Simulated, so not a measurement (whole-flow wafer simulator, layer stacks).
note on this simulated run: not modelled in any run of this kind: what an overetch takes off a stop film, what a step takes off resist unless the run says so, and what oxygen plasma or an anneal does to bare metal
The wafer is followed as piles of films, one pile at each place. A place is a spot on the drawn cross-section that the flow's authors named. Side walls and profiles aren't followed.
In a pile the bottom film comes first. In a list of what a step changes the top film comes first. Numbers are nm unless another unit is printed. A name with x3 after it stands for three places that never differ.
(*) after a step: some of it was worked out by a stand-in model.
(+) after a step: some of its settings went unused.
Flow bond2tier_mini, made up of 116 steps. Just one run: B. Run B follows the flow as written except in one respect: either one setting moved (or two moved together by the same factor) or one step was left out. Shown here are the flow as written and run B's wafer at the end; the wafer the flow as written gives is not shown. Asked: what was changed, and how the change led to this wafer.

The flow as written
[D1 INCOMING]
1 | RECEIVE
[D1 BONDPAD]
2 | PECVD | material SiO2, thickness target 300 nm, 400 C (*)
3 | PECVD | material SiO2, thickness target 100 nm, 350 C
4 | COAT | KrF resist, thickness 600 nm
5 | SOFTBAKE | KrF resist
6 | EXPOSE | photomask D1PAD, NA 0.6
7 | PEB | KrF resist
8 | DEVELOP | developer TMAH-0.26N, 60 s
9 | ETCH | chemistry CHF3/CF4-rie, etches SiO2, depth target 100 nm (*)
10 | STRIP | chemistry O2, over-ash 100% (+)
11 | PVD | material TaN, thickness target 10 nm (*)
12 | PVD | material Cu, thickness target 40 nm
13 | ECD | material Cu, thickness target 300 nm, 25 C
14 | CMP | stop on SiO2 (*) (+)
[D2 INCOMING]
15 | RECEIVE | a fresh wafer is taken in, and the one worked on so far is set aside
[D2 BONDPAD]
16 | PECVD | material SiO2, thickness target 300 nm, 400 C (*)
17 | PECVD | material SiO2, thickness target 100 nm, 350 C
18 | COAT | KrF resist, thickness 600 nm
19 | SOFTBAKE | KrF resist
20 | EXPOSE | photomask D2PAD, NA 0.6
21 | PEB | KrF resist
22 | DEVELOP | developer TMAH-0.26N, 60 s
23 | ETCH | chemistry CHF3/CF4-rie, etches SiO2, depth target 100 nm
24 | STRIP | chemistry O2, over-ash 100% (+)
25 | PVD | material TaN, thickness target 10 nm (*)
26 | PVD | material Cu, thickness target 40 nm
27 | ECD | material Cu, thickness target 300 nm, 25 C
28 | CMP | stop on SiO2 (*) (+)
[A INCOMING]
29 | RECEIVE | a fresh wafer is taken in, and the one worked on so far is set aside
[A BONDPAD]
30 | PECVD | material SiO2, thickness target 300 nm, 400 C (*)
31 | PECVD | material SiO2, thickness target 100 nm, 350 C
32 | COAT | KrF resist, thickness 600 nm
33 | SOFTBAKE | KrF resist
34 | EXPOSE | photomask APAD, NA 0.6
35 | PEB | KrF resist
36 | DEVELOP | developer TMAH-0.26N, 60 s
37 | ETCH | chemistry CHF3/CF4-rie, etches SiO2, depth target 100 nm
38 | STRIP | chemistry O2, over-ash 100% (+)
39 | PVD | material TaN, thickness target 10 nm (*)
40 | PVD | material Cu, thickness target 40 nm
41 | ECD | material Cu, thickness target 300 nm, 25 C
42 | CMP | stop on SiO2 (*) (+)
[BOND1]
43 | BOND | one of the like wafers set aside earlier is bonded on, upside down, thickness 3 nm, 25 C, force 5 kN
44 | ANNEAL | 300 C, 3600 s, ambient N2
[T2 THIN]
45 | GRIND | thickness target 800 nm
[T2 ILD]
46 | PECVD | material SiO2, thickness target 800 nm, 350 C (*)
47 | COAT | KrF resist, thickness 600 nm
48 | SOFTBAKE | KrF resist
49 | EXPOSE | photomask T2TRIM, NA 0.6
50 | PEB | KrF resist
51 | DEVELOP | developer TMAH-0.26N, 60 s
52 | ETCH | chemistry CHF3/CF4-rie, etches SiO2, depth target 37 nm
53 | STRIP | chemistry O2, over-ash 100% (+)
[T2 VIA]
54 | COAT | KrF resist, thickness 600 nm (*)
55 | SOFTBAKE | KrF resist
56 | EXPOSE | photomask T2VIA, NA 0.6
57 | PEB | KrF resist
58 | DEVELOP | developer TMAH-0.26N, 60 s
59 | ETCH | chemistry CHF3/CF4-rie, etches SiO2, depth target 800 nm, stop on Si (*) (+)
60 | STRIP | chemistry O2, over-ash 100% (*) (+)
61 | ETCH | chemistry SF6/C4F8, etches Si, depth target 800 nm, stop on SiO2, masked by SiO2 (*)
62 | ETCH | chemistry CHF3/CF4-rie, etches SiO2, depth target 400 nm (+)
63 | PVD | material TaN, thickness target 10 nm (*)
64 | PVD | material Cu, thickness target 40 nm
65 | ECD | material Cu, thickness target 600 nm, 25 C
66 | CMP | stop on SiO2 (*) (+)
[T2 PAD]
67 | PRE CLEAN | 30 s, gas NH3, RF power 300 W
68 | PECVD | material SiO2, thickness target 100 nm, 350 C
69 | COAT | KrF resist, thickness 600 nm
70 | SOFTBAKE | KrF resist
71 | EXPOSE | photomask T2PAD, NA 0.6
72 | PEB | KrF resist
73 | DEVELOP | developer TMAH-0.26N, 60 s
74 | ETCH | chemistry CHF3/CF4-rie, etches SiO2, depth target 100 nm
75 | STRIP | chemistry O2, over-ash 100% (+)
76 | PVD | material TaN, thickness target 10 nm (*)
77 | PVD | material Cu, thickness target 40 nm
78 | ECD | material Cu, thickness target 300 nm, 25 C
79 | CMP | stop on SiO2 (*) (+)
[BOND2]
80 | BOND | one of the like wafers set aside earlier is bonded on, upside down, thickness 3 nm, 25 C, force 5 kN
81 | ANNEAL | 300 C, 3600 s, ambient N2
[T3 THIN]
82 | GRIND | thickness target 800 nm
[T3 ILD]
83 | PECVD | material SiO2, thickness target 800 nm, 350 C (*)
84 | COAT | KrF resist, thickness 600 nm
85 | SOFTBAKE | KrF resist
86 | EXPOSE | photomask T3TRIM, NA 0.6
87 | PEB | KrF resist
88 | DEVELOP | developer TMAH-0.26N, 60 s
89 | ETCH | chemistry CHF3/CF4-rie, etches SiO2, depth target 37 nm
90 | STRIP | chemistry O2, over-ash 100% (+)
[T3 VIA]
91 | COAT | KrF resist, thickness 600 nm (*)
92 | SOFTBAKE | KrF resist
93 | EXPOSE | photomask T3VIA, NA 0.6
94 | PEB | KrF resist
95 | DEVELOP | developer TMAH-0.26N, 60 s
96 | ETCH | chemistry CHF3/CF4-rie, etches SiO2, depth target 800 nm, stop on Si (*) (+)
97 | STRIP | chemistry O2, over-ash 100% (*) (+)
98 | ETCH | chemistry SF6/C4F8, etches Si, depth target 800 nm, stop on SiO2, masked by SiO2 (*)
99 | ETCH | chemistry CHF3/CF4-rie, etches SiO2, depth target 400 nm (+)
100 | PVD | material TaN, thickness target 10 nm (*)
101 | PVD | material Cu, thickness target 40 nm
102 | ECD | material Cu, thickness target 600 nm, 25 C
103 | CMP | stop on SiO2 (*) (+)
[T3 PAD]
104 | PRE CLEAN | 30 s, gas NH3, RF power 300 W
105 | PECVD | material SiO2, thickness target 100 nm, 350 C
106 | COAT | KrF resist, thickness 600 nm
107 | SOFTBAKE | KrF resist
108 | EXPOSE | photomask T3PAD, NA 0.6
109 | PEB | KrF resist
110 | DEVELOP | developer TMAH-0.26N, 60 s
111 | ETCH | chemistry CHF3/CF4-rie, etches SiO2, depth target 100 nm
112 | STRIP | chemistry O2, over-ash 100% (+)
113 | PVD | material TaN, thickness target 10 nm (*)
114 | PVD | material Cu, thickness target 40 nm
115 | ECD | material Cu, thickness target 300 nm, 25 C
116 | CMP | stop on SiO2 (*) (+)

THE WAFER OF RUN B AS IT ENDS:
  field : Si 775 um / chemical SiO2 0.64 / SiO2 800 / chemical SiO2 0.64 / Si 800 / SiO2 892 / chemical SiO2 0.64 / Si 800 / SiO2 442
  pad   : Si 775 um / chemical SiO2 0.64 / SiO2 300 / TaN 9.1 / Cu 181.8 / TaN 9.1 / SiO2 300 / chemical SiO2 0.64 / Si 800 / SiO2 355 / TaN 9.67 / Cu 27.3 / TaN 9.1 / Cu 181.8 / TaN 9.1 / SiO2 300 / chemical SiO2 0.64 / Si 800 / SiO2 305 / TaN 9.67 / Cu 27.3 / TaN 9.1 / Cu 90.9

What caused this: step 99, ETCH: depth target 450 nm was run, whereas the flow has depth target 400 nm.

Step by step, how the change led to this:
  99 | ETCH | chemistry CHF3/CF4-rie, etches SiO2, depth target 400 nm (+)
      field, pad: SiO2 loses 450 (in the flow as written it would be: SiO2 loses 400)
